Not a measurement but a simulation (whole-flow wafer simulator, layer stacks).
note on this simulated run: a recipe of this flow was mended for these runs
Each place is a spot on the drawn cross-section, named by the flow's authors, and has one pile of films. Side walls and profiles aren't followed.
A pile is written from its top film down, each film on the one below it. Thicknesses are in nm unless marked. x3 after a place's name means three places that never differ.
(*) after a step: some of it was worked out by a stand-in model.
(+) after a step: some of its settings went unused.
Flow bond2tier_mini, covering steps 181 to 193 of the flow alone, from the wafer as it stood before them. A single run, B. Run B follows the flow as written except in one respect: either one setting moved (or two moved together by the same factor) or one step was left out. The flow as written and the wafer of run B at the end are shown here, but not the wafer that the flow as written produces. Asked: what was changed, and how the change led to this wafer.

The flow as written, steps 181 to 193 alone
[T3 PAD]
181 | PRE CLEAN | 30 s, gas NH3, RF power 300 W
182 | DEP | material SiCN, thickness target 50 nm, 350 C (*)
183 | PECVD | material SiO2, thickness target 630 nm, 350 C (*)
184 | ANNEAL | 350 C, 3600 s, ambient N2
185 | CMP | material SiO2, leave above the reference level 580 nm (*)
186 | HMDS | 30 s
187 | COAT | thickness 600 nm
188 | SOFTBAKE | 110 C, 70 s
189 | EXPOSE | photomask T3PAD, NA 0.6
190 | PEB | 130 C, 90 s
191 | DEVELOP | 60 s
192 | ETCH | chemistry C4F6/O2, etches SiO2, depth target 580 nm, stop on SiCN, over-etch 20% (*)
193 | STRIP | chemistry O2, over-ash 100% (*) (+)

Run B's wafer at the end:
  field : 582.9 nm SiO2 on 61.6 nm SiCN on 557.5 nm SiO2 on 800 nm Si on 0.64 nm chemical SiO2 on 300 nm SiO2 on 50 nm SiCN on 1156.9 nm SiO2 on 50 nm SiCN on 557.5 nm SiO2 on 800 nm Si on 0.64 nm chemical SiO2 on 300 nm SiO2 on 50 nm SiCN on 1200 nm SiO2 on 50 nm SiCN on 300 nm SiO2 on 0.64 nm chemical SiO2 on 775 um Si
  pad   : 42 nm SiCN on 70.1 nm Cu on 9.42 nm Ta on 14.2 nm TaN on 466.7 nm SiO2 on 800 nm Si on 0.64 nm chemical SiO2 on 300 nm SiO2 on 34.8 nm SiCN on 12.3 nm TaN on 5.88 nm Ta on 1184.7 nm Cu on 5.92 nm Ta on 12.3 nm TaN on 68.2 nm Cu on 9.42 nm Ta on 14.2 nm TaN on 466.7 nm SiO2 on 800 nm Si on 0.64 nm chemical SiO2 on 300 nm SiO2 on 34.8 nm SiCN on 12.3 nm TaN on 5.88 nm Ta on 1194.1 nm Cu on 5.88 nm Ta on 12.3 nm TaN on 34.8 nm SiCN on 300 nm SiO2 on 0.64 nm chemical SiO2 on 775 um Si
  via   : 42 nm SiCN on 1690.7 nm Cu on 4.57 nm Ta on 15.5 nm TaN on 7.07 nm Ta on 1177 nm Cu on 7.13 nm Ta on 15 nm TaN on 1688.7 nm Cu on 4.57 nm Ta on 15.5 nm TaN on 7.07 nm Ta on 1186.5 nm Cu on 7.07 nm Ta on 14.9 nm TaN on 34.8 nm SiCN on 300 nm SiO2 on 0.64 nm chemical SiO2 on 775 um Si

The reason: step 182, DEP: thickness target 61.6 nm was run, though the flow has thickness target 50 nm.
The wafer lets one read it off: field has SiCN 61.6, and step 182 as written asks for 50 nm.

How this came from the change, step by step:
  182 | DEP | material SiCN, thickness target 50 nm, 350 C (*)
      field, pad, via: SiCN gains 61.6 (new film) (it would be, as written: SiCN gains 50 (new film))
